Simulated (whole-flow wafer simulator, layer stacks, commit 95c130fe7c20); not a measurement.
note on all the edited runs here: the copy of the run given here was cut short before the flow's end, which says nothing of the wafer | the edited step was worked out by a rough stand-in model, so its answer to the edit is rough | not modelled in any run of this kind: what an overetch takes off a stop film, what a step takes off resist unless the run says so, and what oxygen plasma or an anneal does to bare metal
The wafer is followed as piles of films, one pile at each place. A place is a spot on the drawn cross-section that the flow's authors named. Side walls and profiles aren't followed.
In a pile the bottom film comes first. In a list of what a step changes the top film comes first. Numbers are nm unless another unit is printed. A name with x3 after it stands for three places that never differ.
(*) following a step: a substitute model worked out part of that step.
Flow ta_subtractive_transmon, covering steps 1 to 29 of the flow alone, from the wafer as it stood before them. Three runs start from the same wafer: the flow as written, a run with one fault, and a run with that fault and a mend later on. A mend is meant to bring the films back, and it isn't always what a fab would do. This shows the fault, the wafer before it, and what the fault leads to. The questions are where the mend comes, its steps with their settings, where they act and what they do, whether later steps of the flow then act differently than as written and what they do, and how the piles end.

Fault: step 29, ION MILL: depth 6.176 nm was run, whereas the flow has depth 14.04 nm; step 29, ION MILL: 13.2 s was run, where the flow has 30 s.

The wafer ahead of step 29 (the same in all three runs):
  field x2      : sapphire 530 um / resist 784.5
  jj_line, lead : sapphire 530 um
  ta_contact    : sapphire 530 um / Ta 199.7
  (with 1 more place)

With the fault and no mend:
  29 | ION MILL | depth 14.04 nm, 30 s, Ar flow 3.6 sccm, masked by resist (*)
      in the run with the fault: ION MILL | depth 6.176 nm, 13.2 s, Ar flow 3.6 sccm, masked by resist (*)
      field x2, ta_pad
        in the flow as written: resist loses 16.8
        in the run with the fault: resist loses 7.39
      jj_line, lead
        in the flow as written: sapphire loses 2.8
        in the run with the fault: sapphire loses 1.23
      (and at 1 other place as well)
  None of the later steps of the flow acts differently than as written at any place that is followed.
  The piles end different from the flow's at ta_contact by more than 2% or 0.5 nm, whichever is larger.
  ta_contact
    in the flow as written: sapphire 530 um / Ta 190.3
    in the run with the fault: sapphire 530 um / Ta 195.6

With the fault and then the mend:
  The mend stands after step 29.
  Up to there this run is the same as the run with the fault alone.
  29a | ION MILL | depth 7.86 nm, 16.8 s, Ar flow 3.6 sccm, masked by resist (*) (the flow's step 29 again, with other settings)
      field x2, ta_pad
        resist loses 9.4
      jj_line, lead
        sapphire loses 1.57
      ta_contact
        Ta loses 5.29
  None of the later steps of the flow acts differently than as written at any place that is followed.
  By the end, the piles equal the flow's at every place that both follow.
